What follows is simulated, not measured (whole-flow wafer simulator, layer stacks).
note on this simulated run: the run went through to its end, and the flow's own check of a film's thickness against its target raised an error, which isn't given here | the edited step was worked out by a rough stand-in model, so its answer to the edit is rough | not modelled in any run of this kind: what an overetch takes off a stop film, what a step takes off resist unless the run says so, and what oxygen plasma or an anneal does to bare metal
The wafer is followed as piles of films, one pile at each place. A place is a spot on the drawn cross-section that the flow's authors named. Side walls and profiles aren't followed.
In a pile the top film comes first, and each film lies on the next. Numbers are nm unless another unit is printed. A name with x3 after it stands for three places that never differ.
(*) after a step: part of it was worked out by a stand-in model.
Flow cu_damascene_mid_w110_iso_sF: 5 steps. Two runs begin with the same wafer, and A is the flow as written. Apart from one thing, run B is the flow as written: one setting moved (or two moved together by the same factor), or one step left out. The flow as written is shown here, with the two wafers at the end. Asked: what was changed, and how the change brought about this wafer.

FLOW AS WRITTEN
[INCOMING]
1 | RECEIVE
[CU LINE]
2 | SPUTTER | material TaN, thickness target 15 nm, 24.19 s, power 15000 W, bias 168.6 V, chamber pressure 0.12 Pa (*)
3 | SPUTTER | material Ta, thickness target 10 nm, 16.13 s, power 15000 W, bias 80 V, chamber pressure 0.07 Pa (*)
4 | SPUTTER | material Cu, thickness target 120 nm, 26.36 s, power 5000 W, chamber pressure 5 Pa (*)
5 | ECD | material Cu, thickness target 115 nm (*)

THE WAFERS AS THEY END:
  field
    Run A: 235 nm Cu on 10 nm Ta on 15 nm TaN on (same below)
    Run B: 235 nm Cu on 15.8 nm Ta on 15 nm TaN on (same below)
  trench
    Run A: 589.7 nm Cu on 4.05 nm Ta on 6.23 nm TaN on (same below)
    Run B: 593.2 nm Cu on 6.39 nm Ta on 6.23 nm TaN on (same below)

What caused this: step 3, SPUTTER: thickness target 15.8 nm was run, whereas the flow has thickness target 10 nm; step 3, SPUTTER: 25.4 s was run, where the flow has 16.13 s.
The wafer itself shows it: field has Ta 15.8, and step 3 as written asks for 10 nm.

How this came from the change, step by step:
  3 | SPUTTER | material Ta, thickness target 10 nm, 16.13 s, power 15000 W, bias 80 V, chamber pressure 0.07 Pa (*)
      field: A +10 Ta (new film) | B +15.8 Ta (new film)
      trench: A +4.05 Ta (new film) | B +6.39 Ta (new film)
